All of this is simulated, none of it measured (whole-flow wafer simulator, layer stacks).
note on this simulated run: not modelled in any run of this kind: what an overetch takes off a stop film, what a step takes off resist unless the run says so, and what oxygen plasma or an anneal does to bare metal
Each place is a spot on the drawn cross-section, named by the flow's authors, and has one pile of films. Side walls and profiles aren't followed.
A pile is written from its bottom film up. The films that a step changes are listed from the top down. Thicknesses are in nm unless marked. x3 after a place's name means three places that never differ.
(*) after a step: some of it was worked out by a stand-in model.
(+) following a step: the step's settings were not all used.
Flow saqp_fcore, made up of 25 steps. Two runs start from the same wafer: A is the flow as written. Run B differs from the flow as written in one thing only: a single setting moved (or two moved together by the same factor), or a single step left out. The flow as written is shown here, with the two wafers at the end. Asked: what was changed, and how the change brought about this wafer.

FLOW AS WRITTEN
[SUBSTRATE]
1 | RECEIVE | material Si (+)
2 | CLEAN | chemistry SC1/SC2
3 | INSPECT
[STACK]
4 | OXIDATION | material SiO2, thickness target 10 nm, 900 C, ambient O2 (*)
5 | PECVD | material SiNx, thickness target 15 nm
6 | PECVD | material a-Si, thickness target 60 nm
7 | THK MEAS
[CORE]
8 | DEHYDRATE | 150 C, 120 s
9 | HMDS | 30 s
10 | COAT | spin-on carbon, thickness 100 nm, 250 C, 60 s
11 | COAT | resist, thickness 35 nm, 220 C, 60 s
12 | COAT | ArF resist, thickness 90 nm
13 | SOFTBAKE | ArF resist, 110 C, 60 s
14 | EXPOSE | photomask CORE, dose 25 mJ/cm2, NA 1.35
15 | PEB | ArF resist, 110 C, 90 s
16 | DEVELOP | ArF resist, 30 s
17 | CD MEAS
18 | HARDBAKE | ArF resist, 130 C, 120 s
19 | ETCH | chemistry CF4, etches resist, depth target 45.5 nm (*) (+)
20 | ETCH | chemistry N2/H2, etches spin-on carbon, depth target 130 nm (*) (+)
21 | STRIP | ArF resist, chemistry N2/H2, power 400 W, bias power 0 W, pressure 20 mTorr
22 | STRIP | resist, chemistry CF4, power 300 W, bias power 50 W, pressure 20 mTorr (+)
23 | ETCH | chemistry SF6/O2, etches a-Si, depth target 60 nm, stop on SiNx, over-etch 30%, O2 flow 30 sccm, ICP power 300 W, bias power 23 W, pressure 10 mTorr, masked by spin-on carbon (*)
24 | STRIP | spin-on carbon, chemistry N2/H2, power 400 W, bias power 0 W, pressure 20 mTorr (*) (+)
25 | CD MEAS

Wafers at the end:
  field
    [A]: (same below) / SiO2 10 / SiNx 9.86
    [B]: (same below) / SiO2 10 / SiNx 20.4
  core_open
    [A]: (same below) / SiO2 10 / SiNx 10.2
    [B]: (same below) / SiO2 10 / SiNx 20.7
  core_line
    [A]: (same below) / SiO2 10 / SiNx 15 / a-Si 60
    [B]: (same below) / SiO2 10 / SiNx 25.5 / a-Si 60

Cause: step 5, PECVD: thickness target 25.5 nm was run, though the flow has thickness target 15 nm.
The wafer itself shows it: core_line has SiNx 25.5, and step 5 as written asks for 15 nm.

The path from the change to this, step by step:
  5 | PECVD | material SiNx, thickness target 15 nm
      field, core_open, core_line: A SiNx gains 15 (new film) | B SiNx gains 25.5 (new film)
